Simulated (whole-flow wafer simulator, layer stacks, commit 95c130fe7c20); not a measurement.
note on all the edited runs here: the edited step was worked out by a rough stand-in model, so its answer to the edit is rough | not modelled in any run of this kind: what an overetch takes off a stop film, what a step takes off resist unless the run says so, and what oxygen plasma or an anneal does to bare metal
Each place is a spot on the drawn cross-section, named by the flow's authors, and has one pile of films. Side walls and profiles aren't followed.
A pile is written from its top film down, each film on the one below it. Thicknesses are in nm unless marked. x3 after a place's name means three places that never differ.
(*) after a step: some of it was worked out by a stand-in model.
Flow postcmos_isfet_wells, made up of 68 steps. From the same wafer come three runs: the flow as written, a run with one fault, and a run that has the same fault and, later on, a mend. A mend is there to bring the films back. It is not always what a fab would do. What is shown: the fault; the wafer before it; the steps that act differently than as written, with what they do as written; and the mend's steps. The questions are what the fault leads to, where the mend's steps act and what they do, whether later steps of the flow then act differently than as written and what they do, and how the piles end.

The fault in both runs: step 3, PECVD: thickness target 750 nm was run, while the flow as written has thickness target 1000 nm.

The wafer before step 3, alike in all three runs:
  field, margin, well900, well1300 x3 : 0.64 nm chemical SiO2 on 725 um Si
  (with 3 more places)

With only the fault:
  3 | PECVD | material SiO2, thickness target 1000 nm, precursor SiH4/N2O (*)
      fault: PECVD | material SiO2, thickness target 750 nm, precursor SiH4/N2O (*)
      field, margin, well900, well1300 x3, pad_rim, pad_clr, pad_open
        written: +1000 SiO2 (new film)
        fault: +750 SiO2 (new film)
  Later steps of the flow that are run all act as written at every place that is followed.
  By the end, the piles at field, margin, well900, well1300 x3, pad_rim, pad_clr, pad_open depart from the flow's by more than 2% or 0.5 nm, whichever is larger.
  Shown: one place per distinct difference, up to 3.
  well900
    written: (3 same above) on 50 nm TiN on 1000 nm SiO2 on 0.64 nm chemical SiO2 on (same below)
    fault: (3 same above) on 50 nm TiN on 750 nm SiO2 on 0.64 nm chemical SiO2 on (same below)
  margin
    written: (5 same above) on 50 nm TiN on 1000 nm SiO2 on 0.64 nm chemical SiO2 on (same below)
    fault: (5 same above) on 50 nm TiN on 750 nm SiO2 on 0.64 nm chemical SiO2 on (same below)
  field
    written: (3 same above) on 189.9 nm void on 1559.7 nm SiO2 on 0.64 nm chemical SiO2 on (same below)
    fault: (3 same above) on 189.9 nm void on 1309.7 nm SiO2 on 0.64 nm chemical SiO2 on (same below)

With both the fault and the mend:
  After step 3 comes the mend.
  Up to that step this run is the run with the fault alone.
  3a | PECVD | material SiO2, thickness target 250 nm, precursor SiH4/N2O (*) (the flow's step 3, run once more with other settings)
      field, margin, well900, well1300 x3, pad_rim, pad_clr, pad_open
        +250 SiO2
  Later steps of the flow that are run all act as written at every place that is followed.
  At every place that both follow, the piles at the end match the flow's.
